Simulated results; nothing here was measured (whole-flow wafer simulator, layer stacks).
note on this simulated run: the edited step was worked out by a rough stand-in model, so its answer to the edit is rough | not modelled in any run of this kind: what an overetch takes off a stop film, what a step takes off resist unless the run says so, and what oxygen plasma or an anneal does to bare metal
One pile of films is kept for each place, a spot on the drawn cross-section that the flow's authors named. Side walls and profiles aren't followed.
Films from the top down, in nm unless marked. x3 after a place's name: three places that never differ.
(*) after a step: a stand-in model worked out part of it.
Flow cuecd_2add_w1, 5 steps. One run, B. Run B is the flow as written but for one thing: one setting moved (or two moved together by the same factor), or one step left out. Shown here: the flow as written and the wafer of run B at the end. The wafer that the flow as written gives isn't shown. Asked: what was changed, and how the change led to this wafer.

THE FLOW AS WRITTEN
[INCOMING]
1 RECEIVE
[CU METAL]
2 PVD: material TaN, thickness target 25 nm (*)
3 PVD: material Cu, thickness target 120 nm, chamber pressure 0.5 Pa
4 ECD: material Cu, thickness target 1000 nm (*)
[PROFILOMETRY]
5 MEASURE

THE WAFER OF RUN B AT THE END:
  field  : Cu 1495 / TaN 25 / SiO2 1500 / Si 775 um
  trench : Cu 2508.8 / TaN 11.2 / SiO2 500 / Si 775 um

The cause: step 4, ECD: thickness target 1375 nm was run, where the flow has thickness target 1000 nm.

How the change led to this, step by step:
  4 ECD: material Cu, thickness target 1000 nm (*)
      field: Cu +1375 (as written it would be: Cu +1000)
      trench: Cu +2455.2 (as written it would be: Cu +2080.2)
